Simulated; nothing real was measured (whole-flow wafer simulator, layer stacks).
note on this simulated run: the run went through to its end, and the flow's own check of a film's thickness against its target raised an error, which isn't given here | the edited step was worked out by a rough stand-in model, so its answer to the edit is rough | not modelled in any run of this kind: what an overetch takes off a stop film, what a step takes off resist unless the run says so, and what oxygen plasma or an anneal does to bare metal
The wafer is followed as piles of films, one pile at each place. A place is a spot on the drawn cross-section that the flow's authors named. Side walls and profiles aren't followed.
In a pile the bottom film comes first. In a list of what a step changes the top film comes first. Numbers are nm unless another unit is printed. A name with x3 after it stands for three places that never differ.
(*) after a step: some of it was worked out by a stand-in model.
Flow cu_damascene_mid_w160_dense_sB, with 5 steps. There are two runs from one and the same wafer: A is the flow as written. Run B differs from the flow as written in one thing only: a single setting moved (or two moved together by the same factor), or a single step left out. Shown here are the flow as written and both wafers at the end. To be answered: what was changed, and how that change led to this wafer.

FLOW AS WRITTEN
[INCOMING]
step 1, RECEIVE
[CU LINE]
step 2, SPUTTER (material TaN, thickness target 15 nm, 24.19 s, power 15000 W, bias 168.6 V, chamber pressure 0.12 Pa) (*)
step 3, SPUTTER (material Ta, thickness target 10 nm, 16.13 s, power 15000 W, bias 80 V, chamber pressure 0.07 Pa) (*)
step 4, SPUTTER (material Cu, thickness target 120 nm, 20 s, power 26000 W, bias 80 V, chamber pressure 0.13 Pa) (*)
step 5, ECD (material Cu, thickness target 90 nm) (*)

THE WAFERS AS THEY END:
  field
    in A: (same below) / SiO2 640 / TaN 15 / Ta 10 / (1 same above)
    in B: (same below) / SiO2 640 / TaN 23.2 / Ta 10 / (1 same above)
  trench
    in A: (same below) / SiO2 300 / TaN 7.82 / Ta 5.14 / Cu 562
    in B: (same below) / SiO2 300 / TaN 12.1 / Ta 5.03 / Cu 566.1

The reason: step 2, SPUTTER: thickness target 23.2 nm was run, though the flow has thickness target 15 nm; step 2, SPUTTER: 37.49 s was run, where the flow has 24.19 s.
The wafer itself shows it: field has TaN 23.2, and step 2 as written asks for 15 nm.

The path from the change to this, step by step:
  step 2, SPUTTER (material TaN, thickness target 15 nm, 24.19 s, power 15000 W, bias 168.6 V, chamber pressure 0.12 Pa) (*)
      field: A TaN gains 15 (new film) | B TaN gains 23.2 (new film)
      trench: A TaN gains 7.82 (new film) | B TaN gains 12.1 (new film)
